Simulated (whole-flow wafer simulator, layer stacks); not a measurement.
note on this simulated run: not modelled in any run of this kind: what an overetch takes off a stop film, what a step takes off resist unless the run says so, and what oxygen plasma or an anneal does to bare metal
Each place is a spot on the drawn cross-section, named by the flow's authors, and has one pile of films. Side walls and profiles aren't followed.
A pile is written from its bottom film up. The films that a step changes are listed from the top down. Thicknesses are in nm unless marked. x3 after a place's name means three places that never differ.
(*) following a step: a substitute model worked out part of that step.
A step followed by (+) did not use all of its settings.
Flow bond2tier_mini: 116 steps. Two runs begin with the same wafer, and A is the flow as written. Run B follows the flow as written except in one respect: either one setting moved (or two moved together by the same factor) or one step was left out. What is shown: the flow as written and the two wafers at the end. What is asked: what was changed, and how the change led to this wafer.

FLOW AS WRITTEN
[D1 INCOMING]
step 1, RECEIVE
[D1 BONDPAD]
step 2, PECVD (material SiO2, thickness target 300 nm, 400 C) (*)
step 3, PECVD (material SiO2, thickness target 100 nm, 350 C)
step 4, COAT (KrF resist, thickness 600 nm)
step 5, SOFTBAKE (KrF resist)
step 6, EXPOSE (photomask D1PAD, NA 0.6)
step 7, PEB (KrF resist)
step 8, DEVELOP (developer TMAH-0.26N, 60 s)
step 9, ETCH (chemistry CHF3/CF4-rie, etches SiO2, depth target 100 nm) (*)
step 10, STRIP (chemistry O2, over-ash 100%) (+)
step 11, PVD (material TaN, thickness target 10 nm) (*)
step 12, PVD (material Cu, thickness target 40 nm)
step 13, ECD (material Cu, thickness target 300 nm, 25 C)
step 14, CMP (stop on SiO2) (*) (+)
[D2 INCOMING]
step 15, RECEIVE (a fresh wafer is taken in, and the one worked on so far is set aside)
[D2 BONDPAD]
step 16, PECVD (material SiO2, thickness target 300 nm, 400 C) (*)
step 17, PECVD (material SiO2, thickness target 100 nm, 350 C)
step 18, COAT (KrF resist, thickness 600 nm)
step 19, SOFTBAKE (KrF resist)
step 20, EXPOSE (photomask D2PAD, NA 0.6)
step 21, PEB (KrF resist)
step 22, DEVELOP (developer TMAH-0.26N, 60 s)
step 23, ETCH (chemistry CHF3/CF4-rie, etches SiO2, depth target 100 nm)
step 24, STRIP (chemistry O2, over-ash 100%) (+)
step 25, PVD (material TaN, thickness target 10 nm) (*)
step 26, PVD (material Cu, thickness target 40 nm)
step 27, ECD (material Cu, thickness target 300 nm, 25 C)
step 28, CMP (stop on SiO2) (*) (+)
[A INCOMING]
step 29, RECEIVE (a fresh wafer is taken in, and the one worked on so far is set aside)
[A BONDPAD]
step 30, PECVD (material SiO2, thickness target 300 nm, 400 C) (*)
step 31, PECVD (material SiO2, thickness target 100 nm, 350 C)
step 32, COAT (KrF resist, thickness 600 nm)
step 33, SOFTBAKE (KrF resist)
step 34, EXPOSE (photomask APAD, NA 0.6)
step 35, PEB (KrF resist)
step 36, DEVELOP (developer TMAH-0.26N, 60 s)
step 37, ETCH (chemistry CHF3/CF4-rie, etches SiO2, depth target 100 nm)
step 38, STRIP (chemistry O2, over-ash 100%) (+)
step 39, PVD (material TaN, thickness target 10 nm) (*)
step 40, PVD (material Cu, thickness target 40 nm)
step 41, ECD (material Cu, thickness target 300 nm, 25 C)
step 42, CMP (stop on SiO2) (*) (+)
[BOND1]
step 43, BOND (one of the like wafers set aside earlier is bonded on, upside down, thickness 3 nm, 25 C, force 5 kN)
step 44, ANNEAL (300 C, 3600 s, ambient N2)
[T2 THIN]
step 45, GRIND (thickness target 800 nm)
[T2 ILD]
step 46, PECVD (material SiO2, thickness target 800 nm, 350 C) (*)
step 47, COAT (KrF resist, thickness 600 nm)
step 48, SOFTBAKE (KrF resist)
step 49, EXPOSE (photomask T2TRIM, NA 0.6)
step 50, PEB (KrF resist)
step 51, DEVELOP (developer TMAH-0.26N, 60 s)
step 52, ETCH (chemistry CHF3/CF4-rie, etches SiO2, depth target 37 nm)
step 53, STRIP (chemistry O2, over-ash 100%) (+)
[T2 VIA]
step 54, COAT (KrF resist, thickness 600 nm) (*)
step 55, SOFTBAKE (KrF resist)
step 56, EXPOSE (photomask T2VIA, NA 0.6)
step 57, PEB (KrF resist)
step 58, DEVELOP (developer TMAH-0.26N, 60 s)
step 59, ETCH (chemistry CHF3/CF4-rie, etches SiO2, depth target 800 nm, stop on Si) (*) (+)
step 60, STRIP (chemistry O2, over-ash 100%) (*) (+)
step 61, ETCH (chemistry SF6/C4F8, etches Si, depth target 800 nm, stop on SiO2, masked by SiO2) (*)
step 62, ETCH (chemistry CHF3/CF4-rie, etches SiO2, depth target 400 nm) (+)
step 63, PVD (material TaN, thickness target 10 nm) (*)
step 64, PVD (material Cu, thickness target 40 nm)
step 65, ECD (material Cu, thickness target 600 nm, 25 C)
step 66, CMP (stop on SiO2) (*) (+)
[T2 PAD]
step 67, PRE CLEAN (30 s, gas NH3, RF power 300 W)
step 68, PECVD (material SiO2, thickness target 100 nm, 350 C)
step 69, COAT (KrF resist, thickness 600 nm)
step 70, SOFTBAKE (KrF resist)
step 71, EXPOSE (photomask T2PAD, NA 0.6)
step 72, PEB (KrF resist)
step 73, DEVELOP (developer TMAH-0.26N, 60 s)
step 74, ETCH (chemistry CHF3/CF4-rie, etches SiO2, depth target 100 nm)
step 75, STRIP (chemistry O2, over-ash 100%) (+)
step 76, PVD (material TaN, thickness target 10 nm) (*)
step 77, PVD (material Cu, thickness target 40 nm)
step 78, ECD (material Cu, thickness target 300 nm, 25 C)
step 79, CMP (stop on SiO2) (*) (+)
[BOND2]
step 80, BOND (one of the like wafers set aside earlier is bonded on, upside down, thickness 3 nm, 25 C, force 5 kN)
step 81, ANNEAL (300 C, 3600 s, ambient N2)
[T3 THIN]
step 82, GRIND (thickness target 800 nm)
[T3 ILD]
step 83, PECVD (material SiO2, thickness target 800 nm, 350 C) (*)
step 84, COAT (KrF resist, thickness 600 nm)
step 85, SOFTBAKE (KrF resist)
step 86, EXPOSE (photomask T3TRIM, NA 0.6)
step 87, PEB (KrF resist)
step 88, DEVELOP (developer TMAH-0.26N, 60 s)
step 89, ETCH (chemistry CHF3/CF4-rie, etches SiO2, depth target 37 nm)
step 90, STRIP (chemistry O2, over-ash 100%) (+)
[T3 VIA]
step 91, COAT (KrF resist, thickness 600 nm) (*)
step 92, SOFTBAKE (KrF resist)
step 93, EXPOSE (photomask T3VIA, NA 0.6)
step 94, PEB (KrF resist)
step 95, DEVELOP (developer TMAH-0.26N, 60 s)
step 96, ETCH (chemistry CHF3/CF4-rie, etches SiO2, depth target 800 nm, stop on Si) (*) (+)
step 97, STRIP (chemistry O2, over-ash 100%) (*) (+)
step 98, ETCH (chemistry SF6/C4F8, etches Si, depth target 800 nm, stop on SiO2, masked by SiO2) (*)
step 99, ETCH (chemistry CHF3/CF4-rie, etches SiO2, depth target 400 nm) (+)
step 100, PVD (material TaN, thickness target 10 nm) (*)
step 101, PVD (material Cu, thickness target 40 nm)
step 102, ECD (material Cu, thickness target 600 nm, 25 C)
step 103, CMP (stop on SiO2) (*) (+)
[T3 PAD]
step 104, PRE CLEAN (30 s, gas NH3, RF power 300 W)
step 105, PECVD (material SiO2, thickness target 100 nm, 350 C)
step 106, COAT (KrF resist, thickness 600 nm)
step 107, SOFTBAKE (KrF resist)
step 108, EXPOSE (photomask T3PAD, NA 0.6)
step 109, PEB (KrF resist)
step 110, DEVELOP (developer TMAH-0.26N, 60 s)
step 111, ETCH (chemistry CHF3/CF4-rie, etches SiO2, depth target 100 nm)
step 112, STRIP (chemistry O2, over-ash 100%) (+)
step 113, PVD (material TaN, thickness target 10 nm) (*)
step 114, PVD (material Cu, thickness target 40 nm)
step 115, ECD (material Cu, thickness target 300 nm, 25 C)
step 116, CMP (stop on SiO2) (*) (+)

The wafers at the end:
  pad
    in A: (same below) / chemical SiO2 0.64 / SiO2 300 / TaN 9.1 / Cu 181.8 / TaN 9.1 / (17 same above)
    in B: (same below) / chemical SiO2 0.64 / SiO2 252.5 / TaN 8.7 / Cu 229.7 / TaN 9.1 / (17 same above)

Cause: step 37, ETCH: depth target 147.5 nm was run, whereas the flow has depth target 100 nm.

The path from the change to this, step by step:
  step 37, ETCH (chemistry CHF3/CF4-rie, etches SiO2, depth target 100 nm)
      pad, via: A -100 SiO2 | B -147.5 SiO2
      field: A -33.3 KrF resist | B -49.2 KrF resist
  step 38, STRIP (chemistry O2, over-ash 100%) (+)
      field: A -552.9 KrF resist (all of it) | B -537.1 KrF resist (all of it)
  step 40, PVD (material Cu, thickness target 40 nm)
      pad: A +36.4 Cu (new film) | B +34.8 Cu (new film)
  step 41, ECD (material Cu, thickness target 300 nm, 25 C)
      pad: A +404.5 Cu | B +454 Cu
      via: A +400.2 Cu | B +448 Cu
